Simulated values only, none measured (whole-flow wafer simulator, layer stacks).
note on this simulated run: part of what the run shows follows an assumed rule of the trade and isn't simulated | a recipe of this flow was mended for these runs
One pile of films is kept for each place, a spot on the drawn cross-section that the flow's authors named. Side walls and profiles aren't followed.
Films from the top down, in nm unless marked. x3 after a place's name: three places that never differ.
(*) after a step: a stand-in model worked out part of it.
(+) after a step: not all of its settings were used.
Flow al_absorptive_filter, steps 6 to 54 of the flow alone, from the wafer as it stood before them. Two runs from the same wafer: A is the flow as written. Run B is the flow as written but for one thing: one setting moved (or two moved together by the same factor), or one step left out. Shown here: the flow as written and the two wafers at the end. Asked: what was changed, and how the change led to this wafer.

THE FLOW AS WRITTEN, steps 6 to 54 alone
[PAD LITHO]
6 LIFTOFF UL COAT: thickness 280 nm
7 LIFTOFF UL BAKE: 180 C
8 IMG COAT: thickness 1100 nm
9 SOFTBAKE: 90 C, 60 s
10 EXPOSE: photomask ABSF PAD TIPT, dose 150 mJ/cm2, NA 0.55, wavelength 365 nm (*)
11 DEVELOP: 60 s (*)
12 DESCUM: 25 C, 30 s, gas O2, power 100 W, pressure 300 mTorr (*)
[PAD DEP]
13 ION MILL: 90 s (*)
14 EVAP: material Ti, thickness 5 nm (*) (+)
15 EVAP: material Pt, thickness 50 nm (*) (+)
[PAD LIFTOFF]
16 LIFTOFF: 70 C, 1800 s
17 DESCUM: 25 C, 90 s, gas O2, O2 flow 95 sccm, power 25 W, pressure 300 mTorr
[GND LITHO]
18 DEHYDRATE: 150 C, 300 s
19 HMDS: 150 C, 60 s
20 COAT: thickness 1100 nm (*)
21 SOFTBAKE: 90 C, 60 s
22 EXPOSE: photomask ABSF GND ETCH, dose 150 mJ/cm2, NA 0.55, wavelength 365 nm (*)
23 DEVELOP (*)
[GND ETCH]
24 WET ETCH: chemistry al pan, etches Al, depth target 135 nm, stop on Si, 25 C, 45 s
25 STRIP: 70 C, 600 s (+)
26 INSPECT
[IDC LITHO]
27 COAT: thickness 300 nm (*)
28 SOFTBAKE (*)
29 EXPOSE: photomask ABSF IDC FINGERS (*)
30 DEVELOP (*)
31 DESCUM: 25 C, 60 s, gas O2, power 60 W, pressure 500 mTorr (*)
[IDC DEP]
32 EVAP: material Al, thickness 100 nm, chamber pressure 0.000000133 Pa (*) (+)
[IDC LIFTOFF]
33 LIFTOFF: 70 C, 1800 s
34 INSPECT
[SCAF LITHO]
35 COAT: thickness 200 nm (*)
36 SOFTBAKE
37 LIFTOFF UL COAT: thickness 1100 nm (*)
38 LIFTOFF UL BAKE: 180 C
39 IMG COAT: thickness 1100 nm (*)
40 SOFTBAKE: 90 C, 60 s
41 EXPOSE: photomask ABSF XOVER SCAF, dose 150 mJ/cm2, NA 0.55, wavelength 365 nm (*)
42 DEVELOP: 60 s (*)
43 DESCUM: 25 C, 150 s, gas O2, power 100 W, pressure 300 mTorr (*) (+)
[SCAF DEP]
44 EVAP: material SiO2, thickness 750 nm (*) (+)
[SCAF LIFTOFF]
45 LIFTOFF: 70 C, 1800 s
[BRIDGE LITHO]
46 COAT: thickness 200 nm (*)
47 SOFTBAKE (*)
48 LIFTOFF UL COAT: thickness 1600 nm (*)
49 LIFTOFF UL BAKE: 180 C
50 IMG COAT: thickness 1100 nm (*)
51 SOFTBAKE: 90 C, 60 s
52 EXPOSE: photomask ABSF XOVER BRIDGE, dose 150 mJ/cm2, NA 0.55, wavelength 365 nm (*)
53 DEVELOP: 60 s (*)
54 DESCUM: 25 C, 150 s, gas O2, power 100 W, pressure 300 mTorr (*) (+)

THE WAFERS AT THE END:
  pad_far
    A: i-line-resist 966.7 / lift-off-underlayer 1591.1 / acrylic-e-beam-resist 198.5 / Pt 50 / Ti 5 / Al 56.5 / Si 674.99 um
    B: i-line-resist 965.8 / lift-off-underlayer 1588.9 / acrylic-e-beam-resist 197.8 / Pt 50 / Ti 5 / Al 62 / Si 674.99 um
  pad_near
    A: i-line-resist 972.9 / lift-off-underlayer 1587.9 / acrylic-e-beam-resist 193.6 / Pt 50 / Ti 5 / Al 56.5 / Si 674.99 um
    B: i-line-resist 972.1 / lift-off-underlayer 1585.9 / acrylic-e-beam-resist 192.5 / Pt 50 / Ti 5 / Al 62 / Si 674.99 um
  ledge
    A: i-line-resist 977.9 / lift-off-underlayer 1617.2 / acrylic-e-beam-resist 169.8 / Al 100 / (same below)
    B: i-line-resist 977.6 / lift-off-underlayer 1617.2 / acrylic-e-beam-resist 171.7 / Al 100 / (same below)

The cause: step 11, DEVELOP: 43.5 s was run, where the flow has 60 s.

How the change led to this, step by step:
  11 DEVELOP: 60 s (*)
      pad_far, pad_near: A i-line-resist -1100 (all of it), lift-off-underlayer -280 (all of it), Al -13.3 | B i-line-resist -1100 (all of it), lift-off-underlayer -280 (all of it), Al -7.83
